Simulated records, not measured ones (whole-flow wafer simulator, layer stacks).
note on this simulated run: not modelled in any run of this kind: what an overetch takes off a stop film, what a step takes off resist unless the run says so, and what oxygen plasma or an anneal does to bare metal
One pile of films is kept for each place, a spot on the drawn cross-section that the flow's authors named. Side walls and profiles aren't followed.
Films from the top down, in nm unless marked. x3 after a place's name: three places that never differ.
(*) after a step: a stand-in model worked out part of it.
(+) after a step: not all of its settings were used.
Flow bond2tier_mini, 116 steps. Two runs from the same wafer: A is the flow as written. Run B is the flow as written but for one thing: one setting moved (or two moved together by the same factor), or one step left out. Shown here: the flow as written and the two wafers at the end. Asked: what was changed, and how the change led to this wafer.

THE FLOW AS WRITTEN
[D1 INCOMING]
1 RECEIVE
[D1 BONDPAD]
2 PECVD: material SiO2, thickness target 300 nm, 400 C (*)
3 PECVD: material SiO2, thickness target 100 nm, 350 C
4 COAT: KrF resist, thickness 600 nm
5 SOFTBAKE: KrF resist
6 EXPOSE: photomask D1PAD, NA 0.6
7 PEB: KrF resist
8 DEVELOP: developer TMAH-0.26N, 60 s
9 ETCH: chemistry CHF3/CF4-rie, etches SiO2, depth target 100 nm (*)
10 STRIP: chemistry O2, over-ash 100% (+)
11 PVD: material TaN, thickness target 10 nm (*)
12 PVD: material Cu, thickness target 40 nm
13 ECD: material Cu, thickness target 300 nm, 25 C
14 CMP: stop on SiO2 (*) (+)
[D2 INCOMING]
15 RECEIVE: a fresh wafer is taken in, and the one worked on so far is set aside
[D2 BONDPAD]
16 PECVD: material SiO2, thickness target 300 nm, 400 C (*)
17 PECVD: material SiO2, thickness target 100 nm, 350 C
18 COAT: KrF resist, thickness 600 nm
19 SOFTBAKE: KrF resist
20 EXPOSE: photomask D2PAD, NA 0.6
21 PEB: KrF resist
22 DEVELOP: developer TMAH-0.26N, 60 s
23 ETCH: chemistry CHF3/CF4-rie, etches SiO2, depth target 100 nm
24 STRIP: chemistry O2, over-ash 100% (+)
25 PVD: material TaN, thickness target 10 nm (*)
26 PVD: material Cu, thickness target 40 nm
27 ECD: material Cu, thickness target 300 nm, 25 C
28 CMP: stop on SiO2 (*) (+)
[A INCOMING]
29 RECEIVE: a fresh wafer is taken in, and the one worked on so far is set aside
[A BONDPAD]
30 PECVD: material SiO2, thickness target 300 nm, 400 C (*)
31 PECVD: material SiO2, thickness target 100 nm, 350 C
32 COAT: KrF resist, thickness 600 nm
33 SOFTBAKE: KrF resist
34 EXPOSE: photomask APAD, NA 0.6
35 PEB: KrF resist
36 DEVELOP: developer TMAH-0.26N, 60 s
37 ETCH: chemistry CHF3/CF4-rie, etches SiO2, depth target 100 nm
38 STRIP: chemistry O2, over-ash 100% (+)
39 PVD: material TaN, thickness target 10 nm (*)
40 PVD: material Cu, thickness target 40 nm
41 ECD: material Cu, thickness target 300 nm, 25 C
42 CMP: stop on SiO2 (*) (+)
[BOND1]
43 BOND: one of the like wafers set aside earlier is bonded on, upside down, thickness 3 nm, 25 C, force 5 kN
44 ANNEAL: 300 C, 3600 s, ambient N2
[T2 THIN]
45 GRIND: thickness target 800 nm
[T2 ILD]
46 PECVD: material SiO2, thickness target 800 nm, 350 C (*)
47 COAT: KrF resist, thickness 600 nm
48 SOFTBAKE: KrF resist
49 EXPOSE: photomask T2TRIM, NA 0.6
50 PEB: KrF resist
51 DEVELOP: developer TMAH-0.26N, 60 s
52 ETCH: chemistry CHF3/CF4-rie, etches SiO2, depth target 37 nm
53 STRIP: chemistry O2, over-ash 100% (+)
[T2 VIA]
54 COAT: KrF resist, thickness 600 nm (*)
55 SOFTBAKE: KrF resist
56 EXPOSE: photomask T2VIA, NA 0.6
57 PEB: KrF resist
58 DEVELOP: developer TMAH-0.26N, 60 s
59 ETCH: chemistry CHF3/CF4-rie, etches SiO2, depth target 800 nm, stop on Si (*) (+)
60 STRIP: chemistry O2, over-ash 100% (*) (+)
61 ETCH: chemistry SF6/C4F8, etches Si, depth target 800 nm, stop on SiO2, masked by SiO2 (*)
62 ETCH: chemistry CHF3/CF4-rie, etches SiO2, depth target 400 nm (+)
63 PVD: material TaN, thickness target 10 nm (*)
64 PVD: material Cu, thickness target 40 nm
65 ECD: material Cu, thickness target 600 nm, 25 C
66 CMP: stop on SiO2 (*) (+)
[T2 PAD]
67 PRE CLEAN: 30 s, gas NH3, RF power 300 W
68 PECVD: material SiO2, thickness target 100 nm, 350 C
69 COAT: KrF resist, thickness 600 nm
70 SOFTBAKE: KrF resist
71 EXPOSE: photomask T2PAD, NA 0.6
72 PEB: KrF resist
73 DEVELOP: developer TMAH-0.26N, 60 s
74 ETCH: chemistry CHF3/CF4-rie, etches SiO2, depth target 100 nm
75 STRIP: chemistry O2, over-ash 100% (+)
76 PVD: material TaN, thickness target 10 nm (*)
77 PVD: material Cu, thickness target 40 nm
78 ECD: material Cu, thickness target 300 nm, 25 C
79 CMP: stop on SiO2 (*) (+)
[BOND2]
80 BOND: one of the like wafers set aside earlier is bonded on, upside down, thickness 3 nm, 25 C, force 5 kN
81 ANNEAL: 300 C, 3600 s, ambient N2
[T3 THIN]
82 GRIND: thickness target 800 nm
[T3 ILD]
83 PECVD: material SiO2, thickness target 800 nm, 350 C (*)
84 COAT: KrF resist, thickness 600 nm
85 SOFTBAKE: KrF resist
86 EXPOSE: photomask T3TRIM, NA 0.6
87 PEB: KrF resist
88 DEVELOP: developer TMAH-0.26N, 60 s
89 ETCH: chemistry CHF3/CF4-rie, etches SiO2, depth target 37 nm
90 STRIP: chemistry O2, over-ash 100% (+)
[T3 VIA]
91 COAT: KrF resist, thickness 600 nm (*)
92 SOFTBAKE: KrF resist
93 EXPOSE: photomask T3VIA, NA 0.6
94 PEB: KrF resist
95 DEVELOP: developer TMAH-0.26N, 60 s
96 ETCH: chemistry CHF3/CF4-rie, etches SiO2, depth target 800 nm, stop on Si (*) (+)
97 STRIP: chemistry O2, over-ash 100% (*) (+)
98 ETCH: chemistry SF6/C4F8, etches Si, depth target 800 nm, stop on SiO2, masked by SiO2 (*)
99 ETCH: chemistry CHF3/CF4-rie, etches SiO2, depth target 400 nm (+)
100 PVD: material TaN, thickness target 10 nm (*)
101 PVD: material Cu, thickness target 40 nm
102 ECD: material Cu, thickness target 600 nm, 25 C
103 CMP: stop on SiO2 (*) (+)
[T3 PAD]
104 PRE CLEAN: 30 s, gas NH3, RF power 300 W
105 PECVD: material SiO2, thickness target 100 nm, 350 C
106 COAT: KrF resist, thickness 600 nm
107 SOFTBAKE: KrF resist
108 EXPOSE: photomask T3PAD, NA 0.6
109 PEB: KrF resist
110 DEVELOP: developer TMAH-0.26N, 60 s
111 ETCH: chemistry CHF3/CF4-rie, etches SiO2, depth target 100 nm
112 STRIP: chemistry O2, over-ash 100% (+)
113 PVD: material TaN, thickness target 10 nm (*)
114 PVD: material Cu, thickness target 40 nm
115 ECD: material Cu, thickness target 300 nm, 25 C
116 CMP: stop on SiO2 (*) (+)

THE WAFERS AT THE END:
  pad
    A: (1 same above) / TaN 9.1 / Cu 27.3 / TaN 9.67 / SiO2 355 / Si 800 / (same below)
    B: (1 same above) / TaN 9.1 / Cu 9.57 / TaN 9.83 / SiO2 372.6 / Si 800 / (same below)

The cause: step 89, ETCH: depth target 19.4 nm was run, where the flow has depth target 37 nm.

How the change led to this, step by step:
  89 ETCH: chemistry CHF3/CF4-rie, etches SiO2, depth target 37 nm
      field: A KrF resist -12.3 | B KrF resist -6.47
      pad: A SiO2 -37 | B SiO2 -19.4
  97 STRIP: chemistry O2, over-ash 100% (*) (+)
      field: A KrF resist -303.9 (all of it) | B KrF resist -311.4 (all of it)
      pad: A KrF resist -336 (all of it) | B KrF resist -328.2 (all of it)
  102 ECD: material Cu, thickness target 600 nm, 25 C
      pad: A Cu +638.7 | B Cu +620.3
